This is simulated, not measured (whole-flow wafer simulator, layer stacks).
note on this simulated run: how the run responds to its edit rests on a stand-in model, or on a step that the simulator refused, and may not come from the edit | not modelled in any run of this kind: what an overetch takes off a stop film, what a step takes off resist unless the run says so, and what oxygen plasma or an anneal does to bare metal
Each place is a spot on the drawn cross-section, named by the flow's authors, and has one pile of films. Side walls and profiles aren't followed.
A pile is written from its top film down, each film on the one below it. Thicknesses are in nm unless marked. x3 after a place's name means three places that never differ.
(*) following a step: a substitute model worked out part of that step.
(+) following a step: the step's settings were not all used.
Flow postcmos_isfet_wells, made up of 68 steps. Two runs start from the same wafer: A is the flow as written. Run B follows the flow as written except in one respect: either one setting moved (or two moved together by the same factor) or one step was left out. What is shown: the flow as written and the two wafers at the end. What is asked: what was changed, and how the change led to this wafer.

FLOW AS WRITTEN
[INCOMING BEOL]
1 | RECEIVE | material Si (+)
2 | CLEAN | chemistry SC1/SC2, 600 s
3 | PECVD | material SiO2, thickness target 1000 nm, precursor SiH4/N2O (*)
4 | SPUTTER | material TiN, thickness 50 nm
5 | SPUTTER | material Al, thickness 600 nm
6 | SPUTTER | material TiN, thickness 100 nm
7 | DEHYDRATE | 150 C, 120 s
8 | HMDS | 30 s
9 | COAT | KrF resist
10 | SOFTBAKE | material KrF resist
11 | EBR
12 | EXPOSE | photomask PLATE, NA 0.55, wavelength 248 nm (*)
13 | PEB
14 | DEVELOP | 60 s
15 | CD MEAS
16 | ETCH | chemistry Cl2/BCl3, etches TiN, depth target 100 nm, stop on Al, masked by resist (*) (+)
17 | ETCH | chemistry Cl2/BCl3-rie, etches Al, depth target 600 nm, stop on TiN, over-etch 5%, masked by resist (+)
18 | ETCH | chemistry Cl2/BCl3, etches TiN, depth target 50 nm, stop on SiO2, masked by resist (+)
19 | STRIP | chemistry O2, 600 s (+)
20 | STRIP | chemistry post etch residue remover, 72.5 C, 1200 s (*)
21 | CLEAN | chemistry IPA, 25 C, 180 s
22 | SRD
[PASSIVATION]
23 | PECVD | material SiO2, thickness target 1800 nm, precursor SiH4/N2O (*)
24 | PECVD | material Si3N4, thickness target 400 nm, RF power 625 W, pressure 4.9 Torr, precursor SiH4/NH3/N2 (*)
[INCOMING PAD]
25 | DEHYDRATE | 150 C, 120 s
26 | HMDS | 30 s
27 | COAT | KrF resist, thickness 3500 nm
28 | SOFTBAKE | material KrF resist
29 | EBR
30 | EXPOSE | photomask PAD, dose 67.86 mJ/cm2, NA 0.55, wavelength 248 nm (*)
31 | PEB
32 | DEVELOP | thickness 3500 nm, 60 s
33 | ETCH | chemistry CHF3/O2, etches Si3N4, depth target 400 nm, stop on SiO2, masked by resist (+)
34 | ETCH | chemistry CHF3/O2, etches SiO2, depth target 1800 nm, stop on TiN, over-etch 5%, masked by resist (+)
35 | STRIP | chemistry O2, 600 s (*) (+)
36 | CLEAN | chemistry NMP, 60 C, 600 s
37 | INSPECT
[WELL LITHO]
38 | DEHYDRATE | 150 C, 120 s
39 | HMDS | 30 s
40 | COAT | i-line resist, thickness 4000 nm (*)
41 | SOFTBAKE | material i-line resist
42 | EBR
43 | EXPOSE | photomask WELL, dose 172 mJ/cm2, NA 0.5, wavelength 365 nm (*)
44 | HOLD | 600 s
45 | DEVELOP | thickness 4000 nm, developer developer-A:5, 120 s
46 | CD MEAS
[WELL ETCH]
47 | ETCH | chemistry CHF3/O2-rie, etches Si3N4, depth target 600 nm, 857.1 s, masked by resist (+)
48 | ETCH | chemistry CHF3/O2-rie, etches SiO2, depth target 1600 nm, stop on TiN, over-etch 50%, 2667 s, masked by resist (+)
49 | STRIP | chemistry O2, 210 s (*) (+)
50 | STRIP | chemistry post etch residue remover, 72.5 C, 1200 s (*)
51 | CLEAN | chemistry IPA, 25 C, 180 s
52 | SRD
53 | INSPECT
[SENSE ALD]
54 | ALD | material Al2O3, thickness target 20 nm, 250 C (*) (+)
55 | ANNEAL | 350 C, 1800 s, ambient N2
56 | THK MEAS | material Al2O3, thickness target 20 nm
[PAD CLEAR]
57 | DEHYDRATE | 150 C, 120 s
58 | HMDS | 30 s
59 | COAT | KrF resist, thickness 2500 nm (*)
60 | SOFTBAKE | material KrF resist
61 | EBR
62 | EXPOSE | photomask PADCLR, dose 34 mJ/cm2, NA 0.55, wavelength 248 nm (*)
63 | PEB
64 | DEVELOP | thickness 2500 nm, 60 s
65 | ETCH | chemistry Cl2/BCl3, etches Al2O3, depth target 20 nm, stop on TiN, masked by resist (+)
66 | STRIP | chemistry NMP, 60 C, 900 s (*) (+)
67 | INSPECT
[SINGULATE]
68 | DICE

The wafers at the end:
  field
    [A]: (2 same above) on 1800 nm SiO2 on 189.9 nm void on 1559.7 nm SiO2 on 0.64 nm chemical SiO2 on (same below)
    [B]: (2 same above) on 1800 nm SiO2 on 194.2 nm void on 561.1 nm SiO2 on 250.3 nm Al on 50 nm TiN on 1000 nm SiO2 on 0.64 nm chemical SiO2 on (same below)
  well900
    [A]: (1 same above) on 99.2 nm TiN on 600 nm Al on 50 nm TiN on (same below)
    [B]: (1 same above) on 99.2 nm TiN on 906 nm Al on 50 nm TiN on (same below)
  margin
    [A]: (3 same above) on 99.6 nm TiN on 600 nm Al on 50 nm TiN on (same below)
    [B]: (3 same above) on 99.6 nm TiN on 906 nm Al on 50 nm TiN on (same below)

The reason: step 5, SPUTTER: thickness 906 nm was run, whereas the flow has thickness 600 nm.
The wafer lets one read it off: well900 has Al 906, and step 5 as written asks for 600 nm.

How this came from the change, step by step:
  5 | SPUTTER | material Al, thickness 600 nm
      field, margin, well900, well1300 x3, pad_rim, pad_clr, pad_open: A +600 Al (new film) | B +906 Al (new film)
  17 | ETCH | chemistry Cl2/BCl3-rie, etches Al, depth target 600 nm, stop on TiN, over-etch 5%, masked by resist (+)
      field: A -600 Al (all of it) | B -600 Al
  18 | ETCH | chemistry Cl2/BCl3, etches TiN, depth target 50 nm, stop on SiO2, masked by resist (+)
      field: A -50 TiN (all of it) | B -50 Al
  20 | STRIP | chemistry post etch residue remover, 72.5 C, 1200 s (*)
      field: A nothing | B -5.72 Al
  23 | PECVD | material SiO2, thickness target 1800 nm, precursor SiH4/N2O (*)
      field: A +1800 SiO2 (new film), +189.9 void (new film), +559.7 SiO2 | B +1800 SiO2 (new film), +194.2 void (new film), +561.1 SiO2 (new film)
Taking metal films that touch as one body, field has 1 body; the flow as written gives 0 bodies.
